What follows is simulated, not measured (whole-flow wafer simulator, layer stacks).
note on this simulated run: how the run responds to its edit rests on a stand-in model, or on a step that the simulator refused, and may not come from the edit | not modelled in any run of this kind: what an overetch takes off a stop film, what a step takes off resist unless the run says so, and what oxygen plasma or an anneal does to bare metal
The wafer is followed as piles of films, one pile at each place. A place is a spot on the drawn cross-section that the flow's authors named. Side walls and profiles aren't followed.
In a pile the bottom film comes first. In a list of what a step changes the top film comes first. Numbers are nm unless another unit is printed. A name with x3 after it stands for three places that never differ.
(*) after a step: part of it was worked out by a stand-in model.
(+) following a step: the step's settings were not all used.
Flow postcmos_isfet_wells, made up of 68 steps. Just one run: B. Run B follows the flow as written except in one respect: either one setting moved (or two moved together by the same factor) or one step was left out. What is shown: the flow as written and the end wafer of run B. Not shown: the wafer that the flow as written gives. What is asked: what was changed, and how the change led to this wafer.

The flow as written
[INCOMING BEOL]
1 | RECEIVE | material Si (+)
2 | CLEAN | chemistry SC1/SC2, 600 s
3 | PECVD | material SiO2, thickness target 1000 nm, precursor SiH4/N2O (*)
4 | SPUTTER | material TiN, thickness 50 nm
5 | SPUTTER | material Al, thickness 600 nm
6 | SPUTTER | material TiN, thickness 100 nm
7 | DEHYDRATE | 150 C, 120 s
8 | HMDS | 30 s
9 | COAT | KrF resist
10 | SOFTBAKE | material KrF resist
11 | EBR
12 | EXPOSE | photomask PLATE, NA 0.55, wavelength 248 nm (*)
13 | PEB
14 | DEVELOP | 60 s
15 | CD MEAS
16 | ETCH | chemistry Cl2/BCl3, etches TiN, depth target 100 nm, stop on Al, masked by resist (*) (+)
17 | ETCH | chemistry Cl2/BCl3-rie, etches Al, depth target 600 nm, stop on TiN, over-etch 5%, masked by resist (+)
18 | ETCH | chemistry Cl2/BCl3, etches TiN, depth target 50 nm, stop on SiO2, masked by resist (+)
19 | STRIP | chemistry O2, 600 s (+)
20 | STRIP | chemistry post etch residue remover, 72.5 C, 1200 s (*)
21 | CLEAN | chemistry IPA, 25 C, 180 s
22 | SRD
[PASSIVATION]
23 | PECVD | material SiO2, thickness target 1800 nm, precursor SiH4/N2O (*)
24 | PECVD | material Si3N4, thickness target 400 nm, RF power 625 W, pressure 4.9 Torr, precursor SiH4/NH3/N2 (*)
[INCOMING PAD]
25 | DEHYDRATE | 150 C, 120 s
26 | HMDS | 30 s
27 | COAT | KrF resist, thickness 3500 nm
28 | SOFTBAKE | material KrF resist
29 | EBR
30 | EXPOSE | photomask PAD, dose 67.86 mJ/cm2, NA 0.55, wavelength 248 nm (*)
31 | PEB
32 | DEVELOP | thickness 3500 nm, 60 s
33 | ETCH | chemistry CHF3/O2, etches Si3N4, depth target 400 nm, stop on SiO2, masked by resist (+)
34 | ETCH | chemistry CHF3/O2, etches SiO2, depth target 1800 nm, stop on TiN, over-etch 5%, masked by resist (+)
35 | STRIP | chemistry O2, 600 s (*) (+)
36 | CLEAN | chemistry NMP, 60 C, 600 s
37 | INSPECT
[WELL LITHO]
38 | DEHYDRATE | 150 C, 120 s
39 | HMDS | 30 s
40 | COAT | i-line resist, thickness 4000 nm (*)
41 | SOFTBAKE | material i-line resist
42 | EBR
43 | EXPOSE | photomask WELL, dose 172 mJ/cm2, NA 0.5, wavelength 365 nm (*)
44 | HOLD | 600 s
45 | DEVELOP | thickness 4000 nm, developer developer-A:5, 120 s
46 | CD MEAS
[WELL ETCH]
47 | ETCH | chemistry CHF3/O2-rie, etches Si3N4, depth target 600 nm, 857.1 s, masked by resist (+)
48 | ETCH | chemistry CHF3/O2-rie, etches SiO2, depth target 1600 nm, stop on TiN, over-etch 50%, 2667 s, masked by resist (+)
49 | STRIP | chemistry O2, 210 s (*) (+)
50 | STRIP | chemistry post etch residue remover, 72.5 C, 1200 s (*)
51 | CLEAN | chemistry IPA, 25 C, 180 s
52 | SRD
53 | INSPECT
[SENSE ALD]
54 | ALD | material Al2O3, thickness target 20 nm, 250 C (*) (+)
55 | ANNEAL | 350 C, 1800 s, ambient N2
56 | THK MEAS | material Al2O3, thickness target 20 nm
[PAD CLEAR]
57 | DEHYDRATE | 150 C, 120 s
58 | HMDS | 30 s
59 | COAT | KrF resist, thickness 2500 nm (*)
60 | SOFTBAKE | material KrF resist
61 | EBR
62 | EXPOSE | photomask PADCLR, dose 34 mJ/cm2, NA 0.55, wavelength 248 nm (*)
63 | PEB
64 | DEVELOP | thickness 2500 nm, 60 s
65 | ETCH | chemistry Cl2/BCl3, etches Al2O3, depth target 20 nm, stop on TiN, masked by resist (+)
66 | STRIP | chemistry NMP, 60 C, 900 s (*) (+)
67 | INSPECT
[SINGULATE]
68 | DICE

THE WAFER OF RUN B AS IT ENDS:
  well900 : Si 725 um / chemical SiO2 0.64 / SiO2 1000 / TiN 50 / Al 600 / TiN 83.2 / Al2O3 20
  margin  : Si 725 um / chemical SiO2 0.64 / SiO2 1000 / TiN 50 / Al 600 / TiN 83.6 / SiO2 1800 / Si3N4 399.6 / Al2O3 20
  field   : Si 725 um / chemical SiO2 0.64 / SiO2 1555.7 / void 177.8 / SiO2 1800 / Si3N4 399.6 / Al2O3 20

Cause: step 6, SPUTTER: thickness 84 nm was run, whereas the flow has thickness 100 nm.

The path from the change to this, step by step:
  6 | SPUTTER | material TiN, thickness 100 nm
      field, margin, well900, well1300 x3, pad_rim, pad_clr, pad_open: TiN gains 84 (new film) (in the flow as written it would be: TiN gains 100 (new film))
  16 | ETCH | chemistry Cl2/BCl3, etches TiN, depth target 100 nm, stop on Al, masked by resist (*) (+)
      field: TiN loses 84 (all of it) (in the flow as written it would be: TiN loses 100 (all of it))
  23 | PECVD | material SiO2, thickness target 1800 nm, precursor SiH4/N2O (*)
      field: SiO2 gains 1800 (new film), void gains 177.8 (new film), SiO2 gains 555.7 (in the flow as written it would be: SiO2 gains 1800 (new film), void gains 189.9 (new film), SiO2 gains 559.7)
